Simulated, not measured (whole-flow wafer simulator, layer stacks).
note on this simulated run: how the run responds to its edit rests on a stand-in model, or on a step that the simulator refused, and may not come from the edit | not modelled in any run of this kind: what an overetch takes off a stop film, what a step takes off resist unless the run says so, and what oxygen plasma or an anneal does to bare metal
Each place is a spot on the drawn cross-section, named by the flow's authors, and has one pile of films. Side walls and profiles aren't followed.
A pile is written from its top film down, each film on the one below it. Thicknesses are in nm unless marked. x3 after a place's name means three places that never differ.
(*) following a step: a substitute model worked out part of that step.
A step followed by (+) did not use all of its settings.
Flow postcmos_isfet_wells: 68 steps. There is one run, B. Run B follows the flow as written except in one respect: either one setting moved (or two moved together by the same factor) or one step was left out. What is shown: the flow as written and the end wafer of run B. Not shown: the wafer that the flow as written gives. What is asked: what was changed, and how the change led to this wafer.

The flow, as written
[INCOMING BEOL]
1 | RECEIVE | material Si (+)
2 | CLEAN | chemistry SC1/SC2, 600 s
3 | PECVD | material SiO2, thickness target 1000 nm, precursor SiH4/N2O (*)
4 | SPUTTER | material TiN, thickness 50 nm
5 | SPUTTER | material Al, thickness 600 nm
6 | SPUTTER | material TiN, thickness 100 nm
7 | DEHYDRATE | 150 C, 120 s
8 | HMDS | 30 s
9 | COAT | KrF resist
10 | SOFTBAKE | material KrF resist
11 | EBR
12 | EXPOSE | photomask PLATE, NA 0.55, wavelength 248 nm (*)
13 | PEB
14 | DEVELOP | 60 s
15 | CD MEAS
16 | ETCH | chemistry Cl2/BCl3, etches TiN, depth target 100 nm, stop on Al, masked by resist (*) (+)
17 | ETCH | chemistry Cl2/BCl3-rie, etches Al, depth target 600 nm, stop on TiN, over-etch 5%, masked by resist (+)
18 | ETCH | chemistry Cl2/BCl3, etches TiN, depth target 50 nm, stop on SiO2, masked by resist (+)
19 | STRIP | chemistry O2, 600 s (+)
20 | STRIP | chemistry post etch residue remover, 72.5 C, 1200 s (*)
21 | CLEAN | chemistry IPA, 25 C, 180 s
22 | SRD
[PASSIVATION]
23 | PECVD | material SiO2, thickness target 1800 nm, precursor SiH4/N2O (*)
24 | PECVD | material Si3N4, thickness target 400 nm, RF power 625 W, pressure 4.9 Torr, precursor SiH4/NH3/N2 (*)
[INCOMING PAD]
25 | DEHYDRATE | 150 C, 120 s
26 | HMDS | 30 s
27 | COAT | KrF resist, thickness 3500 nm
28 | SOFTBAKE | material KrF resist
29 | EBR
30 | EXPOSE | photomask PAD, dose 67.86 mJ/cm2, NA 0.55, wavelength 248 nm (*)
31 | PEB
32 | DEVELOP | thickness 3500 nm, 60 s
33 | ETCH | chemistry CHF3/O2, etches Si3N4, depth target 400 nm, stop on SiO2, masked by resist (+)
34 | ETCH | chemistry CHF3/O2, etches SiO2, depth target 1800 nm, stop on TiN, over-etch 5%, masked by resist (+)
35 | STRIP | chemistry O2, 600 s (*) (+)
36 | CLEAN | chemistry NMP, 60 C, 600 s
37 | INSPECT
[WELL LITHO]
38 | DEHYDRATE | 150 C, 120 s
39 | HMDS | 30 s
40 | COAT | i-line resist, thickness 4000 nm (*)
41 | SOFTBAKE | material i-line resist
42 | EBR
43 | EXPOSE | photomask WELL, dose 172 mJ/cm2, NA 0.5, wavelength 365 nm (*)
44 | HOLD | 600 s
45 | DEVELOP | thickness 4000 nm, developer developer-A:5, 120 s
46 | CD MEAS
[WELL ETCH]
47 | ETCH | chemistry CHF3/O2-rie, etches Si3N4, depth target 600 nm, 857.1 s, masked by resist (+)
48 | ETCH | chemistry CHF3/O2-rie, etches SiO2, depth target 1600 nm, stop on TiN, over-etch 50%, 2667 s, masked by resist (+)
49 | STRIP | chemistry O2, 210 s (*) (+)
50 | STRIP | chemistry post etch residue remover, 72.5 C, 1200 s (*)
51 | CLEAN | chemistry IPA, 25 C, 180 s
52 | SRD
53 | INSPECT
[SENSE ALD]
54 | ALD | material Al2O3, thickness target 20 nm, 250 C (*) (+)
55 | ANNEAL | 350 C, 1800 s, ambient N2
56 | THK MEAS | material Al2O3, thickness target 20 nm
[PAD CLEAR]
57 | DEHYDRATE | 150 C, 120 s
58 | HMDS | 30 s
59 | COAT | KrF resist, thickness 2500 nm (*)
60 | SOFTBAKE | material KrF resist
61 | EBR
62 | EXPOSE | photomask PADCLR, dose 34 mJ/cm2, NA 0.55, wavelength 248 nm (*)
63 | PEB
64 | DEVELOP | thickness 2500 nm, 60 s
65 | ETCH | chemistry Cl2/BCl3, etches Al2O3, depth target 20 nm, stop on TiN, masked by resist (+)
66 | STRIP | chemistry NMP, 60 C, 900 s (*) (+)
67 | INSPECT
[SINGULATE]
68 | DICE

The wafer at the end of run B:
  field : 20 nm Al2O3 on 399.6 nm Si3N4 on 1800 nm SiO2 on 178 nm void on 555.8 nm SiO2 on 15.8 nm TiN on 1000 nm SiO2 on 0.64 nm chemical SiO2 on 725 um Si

What caused this: step 18, ETCH: depth target 33.8 nm was run, though the flow has depth target 50 nm.

The path from the change to this, step by step:
  18 | ETCH | chemistry Cl2/BCl3, etches TiN, depth target 50 nm, stop on SiO2, masked by resist (+)
      field: TiN loses 33.8 (as written it would have been: TiN loses 50 (all of it))
      margin, well900, well1300 x3, pad_rim, pad_clr, pad_open: KrF resist loses 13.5 (as written it would have been: KrF resist loses 20)
  23 | PECVD | material SiO2, thickness target 1800 nm, precursor SiH4/N2O (*)
      field: SiO2 gains 1800 (new film), void gains 178 (new film), SiO2 gains 555.8 (new film) (as written it would have been: SiO2 gains 1800 (new film), void gains 189.9 (new film), SiO2 gains 559.7)
With metal films that touch counted as one body, field has 1 body; the flow as written gives 0 bodies.
